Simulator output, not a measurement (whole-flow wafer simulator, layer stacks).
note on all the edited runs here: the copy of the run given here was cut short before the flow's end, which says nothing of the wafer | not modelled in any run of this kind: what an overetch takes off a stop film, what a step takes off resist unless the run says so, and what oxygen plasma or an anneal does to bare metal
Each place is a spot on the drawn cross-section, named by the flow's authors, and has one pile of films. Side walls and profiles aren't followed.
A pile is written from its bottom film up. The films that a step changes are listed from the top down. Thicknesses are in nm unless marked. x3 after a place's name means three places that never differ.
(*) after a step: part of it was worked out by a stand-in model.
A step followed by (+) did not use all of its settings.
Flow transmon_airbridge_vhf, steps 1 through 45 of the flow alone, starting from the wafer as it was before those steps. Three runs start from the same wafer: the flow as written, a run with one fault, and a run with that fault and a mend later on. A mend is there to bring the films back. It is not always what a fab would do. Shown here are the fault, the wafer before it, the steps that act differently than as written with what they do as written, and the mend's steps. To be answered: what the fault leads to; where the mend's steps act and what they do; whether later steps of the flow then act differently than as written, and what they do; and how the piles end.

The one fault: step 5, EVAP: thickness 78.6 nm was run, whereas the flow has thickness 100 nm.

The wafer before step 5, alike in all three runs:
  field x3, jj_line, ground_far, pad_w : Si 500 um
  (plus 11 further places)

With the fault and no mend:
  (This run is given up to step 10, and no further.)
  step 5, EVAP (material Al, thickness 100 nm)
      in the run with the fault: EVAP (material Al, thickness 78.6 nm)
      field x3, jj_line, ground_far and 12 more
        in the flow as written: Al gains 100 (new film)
        in the run with the fault: Al gains 78.6 (new film)
  None of the later steps of the flow up to step 10 acts differently than as written at any place that is followed.
  The piles after step 10 differ from the flow's at field x3, jj_line, ground_far and 12 more by more than 2% or 0.5 nm, whichever is larger.
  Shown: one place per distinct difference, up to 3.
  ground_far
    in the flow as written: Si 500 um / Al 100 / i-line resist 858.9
    in the run with the fault: Si 500 um / Al 78.6 / i-line resist 858.9
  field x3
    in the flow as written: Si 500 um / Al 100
    in the run with the fault: Si 500 um / Al 78.6

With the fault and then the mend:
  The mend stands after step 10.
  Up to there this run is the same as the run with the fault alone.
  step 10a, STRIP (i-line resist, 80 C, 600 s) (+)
      ground_far, pad_w, flank_w and 8 more
        i-line resist loses 858.9 (all of it)
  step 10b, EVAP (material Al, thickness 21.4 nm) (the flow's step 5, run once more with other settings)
      field x3, jj_line, ground_far and 12 more
        Al gains 21.4
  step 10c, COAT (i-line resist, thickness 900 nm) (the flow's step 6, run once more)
      field x3, jj_line, ground_far and 12 more
        i-line resist gains 900 (new film)
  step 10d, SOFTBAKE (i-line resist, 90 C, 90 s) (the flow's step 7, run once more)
      alters no film at any place that is followed
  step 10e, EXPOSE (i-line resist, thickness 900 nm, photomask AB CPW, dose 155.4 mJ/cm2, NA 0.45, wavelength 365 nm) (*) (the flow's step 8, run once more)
      alters no film at any place that is followed
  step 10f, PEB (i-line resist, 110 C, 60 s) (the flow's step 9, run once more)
      field x3, jj_line, ground_far and 12 more
        i-line resist loses 41
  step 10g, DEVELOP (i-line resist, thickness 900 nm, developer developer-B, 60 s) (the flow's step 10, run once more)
      ground_far, pad_w, flank_w and 8 more
        i-line resist loses 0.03
      field x3, jj_line, gap_w, gap_e
        i-line resist loses 859 (all of it)
  None of the later steps of the flow acts differently than as written at any place that is followed.
  By the end, the piles equal the flow's at every place that both follow.
